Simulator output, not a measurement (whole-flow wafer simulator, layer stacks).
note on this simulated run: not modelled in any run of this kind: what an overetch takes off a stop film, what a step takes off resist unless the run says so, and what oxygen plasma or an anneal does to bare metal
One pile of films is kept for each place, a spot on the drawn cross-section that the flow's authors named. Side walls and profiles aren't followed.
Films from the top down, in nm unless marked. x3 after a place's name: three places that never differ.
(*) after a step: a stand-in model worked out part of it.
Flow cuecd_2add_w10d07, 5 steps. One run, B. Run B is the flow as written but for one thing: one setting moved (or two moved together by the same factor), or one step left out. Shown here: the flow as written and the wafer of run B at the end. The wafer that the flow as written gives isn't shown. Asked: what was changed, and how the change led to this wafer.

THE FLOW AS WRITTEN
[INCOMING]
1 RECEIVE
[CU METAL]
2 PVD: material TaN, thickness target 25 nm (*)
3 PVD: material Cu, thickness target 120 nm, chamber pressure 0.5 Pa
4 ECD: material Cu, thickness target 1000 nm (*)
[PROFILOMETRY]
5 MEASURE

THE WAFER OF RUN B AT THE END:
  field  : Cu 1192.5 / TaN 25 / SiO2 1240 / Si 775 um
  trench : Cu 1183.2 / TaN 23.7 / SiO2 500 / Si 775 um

The cause: step 3, PVD: thickness target 192.5 nm was run, where the flow has thickness target 120 nm.

How the change led to this, step by step:
  3 PVD: material Cu, thickness target 120 nm, chamber pressure 0.5 Pa
      field: Cu +192.5 (new film) (as written it would be: Cu +120 (new film))
      trench: Cu +183.2 (new film) (as written it would be: Cu +114 (new film))
